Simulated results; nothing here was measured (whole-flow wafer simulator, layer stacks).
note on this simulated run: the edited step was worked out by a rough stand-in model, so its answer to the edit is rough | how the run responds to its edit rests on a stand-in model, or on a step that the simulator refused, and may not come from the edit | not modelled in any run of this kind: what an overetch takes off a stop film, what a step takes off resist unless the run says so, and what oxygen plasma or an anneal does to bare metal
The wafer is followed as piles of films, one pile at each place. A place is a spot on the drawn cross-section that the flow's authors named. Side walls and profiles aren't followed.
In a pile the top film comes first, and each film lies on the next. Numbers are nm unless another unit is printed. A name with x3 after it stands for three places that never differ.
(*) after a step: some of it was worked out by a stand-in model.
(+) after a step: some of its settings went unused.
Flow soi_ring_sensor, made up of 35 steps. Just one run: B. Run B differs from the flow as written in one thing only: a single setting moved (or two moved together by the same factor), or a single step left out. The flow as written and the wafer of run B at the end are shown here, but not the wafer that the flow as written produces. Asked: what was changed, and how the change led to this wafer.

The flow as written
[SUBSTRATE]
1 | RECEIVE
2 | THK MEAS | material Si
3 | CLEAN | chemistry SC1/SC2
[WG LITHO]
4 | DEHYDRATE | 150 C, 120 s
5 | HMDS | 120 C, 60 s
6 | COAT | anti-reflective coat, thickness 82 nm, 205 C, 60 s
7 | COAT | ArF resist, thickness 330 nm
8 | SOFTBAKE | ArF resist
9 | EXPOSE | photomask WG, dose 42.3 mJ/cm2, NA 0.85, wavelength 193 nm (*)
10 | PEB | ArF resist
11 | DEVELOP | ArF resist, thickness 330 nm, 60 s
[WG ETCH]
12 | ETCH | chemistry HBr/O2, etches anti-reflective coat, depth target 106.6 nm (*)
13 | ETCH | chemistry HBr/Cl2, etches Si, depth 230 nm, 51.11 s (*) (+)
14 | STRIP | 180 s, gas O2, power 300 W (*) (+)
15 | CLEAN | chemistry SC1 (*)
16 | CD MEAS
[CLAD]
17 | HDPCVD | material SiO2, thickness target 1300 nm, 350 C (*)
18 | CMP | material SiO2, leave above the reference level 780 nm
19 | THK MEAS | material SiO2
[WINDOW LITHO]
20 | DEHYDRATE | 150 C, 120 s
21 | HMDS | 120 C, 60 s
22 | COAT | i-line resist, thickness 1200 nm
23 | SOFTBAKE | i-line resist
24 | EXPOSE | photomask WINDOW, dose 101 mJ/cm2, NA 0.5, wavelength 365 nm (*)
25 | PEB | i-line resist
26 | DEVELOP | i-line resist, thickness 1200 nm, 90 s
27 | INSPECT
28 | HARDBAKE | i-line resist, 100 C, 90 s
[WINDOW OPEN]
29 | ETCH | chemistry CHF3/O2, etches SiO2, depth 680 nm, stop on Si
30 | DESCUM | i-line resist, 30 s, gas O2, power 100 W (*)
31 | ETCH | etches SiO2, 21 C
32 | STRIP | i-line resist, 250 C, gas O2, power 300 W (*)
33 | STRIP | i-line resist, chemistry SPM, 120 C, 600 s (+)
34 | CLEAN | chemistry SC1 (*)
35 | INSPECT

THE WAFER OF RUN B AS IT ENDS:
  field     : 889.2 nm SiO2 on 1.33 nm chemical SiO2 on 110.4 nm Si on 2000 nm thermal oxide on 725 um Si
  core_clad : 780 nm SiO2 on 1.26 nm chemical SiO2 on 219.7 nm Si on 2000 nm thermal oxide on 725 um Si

The reason: step 13, ETCH: depth 109 nm was run, whereas the flow has depth 230 nm; step 13, ETCH: 24.28 s was run, where the flow has 51.11 s.

Step by step, how the change led to this:
  13 | ETCH | chemistry HBr/Cl2, etches Si, depth 230 nm, 51.11 s (*) (+)
      gap, window, field, gap_clad: Si loses 109 (in the flow as written it would be: Si loses 220 (all of it), thermal oxide loses 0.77)
      core, core_clad: ArF resist loses 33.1 (in the flow as written it would be: ArF resist loses 69.7)
  14 | STRIP | 180 s, gas O2, power 300 W (*) (+)
      gap, window, field, gap_clad: chemical SiO2 gains 1.33 (new film), Si loses 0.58 (in the flow as written it would be: nothing)
      core, core_clad: ArF resist loses 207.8 (all of it), anti-reflective coat loses 82 (all of it), chemical SiO2 gains 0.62, Si loses 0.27 (in the flow as written it would be: ArF resist loses 171.2 (all of it), anti-reflective coat loses 82 (all of it), chemical SiO2 gains 0.63, Si loses 0.28)
  18 | CMP | material SiO2, leave above the reference level 780 nm
      gap, window, field, gap_clad: SiO2 loses 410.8 (in the flow as written it would be: SiO2 loses 298.2)
